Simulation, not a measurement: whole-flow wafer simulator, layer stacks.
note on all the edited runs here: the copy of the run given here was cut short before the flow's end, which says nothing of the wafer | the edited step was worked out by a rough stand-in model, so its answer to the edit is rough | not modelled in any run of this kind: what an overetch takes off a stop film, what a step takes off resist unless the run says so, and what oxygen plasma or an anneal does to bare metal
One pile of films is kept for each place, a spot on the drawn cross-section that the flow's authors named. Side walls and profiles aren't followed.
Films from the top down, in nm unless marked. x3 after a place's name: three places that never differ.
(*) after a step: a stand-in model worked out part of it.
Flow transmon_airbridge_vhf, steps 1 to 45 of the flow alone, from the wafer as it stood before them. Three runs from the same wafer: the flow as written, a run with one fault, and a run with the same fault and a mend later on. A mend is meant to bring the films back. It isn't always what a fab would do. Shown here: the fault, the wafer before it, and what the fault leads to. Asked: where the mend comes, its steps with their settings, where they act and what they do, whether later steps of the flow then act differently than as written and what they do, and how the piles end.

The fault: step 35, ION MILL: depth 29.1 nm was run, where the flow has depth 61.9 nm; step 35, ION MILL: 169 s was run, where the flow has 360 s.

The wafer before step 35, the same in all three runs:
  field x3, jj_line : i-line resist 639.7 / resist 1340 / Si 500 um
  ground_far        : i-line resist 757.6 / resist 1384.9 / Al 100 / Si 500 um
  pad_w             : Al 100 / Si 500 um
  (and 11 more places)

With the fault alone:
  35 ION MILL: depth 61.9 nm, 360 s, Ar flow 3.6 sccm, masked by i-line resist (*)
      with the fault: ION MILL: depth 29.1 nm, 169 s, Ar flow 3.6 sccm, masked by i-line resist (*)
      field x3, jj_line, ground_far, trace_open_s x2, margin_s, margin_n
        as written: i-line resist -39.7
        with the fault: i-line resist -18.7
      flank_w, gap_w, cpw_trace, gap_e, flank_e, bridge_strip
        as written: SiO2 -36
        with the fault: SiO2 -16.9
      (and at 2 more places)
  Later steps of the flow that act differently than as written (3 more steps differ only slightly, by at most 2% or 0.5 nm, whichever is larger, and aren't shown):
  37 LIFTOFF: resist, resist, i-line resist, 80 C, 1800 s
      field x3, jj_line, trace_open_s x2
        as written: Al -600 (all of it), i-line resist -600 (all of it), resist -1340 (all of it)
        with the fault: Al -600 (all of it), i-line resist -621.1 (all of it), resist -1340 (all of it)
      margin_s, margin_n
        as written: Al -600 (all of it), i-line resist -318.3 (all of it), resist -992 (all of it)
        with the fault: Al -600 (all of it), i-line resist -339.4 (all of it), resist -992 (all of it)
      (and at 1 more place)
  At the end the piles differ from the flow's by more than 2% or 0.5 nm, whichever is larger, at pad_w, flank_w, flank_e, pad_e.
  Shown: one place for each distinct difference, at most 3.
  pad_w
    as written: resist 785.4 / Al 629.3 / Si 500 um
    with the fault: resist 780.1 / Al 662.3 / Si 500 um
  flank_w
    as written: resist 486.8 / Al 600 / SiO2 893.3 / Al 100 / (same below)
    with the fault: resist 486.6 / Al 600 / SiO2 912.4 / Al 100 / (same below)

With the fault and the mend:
  The mend comes after step 35.
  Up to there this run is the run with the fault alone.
  35a ION MILL: depth 32.8 nm, 190.8 s, Ar flow 3.6 sccm, masked by i-line resist (*) (the flow's step 35 once more, with other settings)
      field x3, jj_line, ground_far, trace_open_s x2, margin_s, margin_n
        i-line resist -21.1
      flank_w, gap_w, cpw_trace, gap_e, flank_e, bridge_strip
        SiO2 -19.1
      pad_w, pad_e
        Al -32.8
  No later step of the flow acts differently than as written at any place that is followed.
  At the end the piles differ from the flow's only slightly at the places that both follow, by at most 2% or 0.5 nm, whichever is larger.
